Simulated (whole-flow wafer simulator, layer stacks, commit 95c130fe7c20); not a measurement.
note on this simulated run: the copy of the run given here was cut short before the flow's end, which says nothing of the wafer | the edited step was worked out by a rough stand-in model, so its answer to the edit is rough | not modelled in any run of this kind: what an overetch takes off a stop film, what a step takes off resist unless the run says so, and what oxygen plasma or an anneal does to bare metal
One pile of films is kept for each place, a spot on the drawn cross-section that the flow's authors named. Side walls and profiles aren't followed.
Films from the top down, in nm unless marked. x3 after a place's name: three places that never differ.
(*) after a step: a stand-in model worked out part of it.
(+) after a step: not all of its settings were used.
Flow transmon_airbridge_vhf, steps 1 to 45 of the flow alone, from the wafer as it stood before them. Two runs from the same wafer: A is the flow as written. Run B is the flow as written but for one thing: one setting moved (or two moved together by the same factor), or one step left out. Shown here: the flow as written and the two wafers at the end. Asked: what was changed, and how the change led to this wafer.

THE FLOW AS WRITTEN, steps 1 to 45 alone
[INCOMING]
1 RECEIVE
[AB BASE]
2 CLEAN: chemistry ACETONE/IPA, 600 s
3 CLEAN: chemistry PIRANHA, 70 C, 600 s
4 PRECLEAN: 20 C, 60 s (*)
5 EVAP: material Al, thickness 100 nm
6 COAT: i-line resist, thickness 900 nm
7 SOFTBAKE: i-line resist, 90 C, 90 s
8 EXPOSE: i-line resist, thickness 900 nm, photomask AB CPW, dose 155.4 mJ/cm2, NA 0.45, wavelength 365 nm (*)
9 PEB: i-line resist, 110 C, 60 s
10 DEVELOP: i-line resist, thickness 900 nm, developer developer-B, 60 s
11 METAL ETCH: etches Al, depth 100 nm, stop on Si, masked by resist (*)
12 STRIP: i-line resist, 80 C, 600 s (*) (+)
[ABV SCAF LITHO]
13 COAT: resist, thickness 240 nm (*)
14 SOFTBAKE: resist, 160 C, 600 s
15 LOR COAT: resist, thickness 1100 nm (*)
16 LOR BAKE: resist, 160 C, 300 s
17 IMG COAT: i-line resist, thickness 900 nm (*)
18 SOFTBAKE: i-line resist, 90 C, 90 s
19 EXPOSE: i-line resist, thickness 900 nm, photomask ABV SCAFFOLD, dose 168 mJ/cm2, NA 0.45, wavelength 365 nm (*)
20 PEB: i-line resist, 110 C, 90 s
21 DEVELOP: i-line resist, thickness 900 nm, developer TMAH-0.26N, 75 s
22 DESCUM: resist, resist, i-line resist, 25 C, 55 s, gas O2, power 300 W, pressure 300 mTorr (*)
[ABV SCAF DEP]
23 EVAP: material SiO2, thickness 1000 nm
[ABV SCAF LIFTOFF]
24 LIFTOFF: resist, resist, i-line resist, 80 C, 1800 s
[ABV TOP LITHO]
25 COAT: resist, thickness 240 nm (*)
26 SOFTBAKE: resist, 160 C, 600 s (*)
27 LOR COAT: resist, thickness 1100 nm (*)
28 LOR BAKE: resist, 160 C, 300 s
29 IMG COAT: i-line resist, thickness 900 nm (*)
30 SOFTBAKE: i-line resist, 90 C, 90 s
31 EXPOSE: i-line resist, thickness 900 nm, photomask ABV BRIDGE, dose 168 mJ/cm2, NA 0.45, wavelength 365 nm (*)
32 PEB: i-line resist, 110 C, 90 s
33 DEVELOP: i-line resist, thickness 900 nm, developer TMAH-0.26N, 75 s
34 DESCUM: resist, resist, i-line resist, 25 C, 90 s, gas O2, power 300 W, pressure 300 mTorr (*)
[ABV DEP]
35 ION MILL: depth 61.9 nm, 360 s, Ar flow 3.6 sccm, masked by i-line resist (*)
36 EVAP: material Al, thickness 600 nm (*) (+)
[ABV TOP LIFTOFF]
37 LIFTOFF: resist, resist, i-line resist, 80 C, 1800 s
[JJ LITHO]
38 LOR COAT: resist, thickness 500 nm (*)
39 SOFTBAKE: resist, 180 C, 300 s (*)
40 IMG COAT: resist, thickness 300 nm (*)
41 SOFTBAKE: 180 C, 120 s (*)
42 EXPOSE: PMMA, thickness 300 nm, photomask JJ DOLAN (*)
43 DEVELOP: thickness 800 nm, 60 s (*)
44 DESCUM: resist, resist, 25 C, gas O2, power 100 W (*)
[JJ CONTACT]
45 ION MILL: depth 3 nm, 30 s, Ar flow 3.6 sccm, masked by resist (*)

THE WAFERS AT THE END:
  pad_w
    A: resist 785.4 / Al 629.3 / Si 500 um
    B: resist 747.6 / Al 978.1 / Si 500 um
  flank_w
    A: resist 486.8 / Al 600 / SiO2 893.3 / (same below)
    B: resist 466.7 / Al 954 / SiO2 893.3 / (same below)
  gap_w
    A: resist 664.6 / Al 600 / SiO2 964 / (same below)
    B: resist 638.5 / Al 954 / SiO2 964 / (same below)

The cause: step 36, EVAP: thickness 954 nm was run, where the flow has thickness 600 nm.
It can be read off the wafer: flank_w has Al 954, and step 36 as written asks for 600 nm.

How the change led to this, step by step:
  36 EVAP: material Al, thickness 600 nm (*) (+)
      field x3, jj_line, ground_far and 10 more: A Al +600 (new film) | B Al +954 (new film)
      pad_w, pad_e: A Al +591.2 | B Al +940.1
  37 LIFTOFF: resist, resist, i-line resist, 80 C, 1800 s
      field x3, jj_line, trace_open_s x2: A Al -600 (all of it), i-line resist -600 (all of it), resist -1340 (all of it) | B Al -954 (all of it), i-line resist -600 (all of it), resist -1340 (all of it)
      margin_s, margin_n: A Al -600 (all of it), i-line resist -318.3 (all of it), resist -992 (all of it) | B Al -954 (all of it), i-line resist -318.3 (all of it), resist -992 (all of it)
      (and at 1 more place)
  38 LOR COAT: resist, thickness 500 nm (*)
      pad_w, pad_e: A resist +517 (new film) | B resist +493.6 (new film)
      flank_w, flank_e: A resist +306.5 (new film) | B resist +297.8 (new film)
      (and at 6 more places)
  40 IMG COAT: resist, thickness 300 nm (*)
      pad_w, pad_e: A resist +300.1 | B resist +285.8
      flank_w, flank_e: A resist +212.1 | B resist +200.7
      (and at 6 more places)
